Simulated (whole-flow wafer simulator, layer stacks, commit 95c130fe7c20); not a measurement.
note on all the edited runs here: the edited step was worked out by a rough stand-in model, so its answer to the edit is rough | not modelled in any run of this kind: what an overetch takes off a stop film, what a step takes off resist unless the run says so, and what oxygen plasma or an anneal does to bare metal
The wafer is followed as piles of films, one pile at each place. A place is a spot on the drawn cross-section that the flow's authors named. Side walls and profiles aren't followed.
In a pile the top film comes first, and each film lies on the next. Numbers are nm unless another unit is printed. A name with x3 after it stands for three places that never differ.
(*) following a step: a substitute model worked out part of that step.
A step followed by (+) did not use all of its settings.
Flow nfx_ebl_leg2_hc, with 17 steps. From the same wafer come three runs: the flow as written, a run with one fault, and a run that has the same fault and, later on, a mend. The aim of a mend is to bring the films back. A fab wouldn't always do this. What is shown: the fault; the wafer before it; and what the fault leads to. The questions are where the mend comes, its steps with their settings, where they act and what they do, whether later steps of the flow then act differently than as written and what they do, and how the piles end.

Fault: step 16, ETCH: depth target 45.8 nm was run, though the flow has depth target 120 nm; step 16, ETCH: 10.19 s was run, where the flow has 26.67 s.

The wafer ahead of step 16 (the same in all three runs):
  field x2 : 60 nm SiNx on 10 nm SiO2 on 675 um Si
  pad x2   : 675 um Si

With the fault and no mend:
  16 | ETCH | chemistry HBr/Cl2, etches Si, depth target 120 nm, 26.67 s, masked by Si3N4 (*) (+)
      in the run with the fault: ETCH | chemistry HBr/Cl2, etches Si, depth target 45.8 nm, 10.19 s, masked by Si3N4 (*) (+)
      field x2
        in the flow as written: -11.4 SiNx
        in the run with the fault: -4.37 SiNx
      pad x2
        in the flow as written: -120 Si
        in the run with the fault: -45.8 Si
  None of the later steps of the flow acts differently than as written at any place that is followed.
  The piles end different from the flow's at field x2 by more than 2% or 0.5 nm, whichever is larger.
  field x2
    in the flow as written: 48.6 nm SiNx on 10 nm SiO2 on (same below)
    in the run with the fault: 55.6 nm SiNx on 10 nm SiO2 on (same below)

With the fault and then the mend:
  The mend follows step 17.
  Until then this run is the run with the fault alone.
  17a | ETCH | chemistry HBr/Cl2, etches Si, depth target 74.2 nm, 16.48 s, masked by Si3N4 (*) (+) (the flow's step 16 again, with other settings)
      field x2
        -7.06 SiNx
      pad x2
        -74.2 Si
  None of the later steps of the flow acts differently than as written at any place that is followed.
  By the end, the piles equal the flow's at every place that both follow.
